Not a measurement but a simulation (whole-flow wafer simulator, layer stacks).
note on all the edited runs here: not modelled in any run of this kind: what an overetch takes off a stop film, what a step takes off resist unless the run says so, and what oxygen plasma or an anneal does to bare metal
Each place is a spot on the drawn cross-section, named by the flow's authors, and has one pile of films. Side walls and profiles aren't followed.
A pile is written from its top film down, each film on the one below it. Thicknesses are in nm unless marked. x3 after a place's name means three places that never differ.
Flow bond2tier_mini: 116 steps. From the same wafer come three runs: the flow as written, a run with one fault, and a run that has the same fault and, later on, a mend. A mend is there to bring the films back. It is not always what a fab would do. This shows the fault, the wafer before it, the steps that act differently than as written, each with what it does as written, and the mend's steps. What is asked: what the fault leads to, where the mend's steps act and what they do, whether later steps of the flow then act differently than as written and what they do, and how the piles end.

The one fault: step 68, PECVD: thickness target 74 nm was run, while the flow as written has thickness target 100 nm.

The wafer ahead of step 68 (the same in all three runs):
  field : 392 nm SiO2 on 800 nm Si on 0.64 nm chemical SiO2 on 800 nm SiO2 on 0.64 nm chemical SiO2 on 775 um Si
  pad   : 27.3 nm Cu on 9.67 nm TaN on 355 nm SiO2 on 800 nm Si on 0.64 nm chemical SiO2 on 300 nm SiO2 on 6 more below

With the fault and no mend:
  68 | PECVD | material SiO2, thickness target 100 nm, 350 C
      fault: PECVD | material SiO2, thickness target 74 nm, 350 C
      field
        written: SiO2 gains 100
        fault: SiO2 gains 74
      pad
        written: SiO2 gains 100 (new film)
        fault: SiO2 gains 74 (new film)
  Steps later in the flow that act otherwise than as written (1 other step is not shown; it differs only slightly, by no more than 2% or 0.5 nm, whichever is larger):
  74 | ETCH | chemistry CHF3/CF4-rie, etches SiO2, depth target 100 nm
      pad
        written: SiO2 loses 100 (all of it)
        fault: SiO2 loses 74 (all of it), Cu loses 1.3
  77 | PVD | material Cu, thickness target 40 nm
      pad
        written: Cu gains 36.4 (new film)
        fault: Cu gains 37.3 (new film)
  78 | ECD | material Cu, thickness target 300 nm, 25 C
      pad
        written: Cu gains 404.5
        fault: Cu gains 378.7
  The piles end different from the flow's at field, pad by more than 2% or 0.5 nm, whichever is larger.
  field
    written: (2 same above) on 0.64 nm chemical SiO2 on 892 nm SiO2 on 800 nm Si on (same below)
    fault: (2 same above) on 0.64 nm chemical SiO2 on 866 nm SiO2 on 800 nm Si on (same below)
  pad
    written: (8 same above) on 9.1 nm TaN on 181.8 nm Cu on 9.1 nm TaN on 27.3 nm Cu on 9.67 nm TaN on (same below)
    fault: (8 same above) on 9.1 nm TaN on 156.8 nm Cu on 9.36 nm TaN on 26 nm Cu on 9.67 nm TaN on (same below)

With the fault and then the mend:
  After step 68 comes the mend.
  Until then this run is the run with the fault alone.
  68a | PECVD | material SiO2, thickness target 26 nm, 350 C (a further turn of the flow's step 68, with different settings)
      field, pad
        SiO2 gains 26
  Every later step of the flow that is run acts as written at every place that is followed.
  By the end, the piles equal the flow's at every place that both follow.
